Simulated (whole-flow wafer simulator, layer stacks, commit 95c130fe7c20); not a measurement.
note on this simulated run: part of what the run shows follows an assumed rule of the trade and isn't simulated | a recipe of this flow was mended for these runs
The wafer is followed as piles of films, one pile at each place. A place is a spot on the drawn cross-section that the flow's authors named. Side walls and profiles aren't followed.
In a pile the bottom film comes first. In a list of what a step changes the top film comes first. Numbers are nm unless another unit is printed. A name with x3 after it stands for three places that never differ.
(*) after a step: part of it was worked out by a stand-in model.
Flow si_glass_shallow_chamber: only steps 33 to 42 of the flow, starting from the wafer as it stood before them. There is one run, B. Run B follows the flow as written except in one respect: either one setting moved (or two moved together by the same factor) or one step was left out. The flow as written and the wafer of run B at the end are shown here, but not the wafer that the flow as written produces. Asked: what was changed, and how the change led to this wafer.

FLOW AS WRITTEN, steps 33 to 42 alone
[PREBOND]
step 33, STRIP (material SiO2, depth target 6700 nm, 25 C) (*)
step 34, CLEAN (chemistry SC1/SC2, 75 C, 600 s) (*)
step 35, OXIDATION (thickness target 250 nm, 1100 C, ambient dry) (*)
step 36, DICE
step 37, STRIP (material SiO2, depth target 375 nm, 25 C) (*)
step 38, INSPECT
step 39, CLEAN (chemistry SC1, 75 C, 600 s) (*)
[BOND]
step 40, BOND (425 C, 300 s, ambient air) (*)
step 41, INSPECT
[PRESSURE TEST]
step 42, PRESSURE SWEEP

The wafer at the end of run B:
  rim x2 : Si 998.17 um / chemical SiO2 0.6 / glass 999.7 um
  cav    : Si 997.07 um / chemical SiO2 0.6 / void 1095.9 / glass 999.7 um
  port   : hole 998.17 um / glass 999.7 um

Cause: step 35, OXIDATION: 770 C was run, whereas the flow has 1100 C.

How this came from the change, step by step:
  step 35, OXIDATION (thickness target 250 nm, 1100 C, ambient dry) (*)
      rim x2, cav, septum, ring: +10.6 SiO2 (new film), -0.6 chemical SiO2 (all of it), -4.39 Si (it would be, as written: +250 SiO2 (new film), -0.6 chemical SiO2 (all of it), -109.7 Si)
  step 37, STRIP (material SiO2, depth target 375 nm, 25 C) (*)
      rim x2, cav, septum, ring: -10.6 SiO2 (all of it) (it would be, as written: -250 SiO2 (all of it))
  step 40, BOND (425 C, 300 s, ambient air) (*)
      port: +999.7 um glass (new film), +1122.6 hole (it would be, as written: +999.7 um glass (new film), +1017.3 hole)
